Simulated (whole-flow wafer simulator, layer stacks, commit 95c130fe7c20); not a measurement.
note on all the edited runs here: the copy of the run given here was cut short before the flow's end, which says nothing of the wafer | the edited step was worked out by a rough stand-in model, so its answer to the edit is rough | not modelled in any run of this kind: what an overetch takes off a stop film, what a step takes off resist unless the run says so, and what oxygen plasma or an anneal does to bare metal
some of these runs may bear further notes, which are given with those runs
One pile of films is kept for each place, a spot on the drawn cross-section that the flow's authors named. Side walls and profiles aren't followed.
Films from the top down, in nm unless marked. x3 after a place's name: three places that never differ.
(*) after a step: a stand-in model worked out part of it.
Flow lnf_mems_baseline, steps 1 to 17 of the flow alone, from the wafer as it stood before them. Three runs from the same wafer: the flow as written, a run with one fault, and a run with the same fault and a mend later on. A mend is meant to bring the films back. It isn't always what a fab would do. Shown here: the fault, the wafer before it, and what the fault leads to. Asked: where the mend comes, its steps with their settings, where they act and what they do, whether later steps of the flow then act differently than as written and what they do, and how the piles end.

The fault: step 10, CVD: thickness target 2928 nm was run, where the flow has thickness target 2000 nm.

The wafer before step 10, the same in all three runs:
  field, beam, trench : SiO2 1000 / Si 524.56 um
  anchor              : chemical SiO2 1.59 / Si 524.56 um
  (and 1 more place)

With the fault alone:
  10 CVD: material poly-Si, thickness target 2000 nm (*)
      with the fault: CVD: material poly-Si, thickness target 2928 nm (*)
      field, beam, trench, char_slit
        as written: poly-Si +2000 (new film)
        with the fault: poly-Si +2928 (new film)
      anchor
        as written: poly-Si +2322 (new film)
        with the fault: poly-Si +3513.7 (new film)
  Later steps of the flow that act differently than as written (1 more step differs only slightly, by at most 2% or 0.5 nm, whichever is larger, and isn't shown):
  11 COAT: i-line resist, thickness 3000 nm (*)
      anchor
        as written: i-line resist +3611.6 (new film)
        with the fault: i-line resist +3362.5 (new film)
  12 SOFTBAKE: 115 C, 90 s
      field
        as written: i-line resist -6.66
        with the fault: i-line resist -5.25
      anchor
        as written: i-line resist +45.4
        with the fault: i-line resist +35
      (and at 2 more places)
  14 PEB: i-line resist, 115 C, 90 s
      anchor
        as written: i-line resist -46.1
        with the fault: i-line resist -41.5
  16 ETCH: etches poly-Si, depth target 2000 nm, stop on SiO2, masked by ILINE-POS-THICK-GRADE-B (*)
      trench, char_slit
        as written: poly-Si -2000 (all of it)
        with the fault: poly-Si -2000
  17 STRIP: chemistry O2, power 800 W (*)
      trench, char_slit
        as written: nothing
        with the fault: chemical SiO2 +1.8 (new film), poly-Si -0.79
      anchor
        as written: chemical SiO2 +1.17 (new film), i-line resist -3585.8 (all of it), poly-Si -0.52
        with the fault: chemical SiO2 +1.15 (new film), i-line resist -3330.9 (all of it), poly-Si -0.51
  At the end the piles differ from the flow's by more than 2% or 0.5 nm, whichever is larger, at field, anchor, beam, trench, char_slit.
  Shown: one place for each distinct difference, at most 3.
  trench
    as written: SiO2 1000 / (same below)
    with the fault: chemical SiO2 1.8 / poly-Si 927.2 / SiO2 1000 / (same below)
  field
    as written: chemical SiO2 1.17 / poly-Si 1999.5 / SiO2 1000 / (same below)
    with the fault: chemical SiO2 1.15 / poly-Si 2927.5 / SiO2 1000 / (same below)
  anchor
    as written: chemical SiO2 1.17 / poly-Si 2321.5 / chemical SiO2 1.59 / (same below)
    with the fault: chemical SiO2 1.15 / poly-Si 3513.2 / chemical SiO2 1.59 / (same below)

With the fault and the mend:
  The mend comes after step 10.
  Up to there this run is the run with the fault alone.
  10a ETCH: chemistry tmah, depth target 3942 nm
      field, beam, trench, char_slit
        poly-Si -2928 (all of it)
      anchor
        poly-Si -3513.7 (all of it)
  10b CLEAN: chemistry SC1/SC2 (the flow's step 1 once more)
      changes no film at any place that is followed
  10c CVD: material poly-Si, thickness target 2000 nm (*) (the flow's step 10 once more)
      field, beam, trench, char_slit
        poly-Si +2000 (new film)
      anchor
        poly-Si +2322 (new film)
  No later step of the flow acts differently than as written at any place that is followed.
  At the end the piles are the same as the flow's at every place that both follow.
